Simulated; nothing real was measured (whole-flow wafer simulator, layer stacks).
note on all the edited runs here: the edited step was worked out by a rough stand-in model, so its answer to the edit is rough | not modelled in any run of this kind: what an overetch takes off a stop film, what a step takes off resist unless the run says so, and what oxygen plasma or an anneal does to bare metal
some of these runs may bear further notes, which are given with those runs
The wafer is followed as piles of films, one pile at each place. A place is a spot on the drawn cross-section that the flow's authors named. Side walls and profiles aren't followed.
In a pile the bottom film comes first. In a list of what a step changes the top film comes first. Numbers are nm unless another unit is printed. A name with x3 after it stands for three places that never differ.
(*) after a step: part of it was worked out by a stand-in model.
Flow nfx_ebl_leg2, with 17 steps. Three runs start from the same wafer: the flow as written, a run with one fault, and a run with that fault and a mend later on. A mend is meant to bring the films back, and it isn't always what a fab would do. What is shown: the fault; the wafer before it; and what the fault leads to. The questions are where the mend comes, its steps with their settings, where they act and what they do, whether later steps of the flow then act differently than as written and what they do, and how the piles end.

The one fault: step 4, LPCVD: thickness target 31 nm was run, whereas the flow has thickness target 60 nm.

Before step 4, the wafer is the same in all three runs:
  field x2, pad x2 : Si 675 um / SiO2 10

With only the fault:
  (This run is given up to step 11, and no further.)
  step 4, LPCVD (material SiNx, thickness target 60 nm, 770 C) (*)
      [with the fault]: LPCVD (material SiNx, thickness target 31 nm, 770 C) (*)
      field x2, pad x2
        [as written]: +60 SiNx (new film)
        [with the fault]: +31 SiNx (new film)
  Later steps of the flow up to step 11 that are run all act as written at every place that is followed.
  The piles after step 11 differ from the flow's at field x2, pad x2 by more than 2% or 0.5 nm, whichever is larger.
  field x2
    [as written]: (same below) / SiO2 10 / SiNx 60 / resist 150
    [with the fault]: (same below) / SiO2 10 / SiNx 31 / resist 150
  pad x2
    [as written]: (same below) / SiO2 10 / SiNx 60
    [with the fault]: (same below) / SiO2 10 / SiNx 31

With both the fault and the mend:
  The mend stands after step 5.
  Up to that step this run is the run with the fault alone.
  step 5a, ETCH (chemistry h3po4, depth target 35.65 nm)
      field x2, pad x2
        -31 SiNx (all of it)
  step 5b, CLEAN (chemistry SC1/SC2) (the flow's step 2, run once more)
      does not change any film at any place that is followed
  step 5c, LPCVD (material SiNx, thickness target 60 nm, 770 C) (*) (the flow's step 4, run once more)
      field x2, pad x2
        +60 SiNx (new film)
  Later steps of the flow that are run all act as written at every place that is followed.
  The piles end the same as the flow's at every place that both follow.
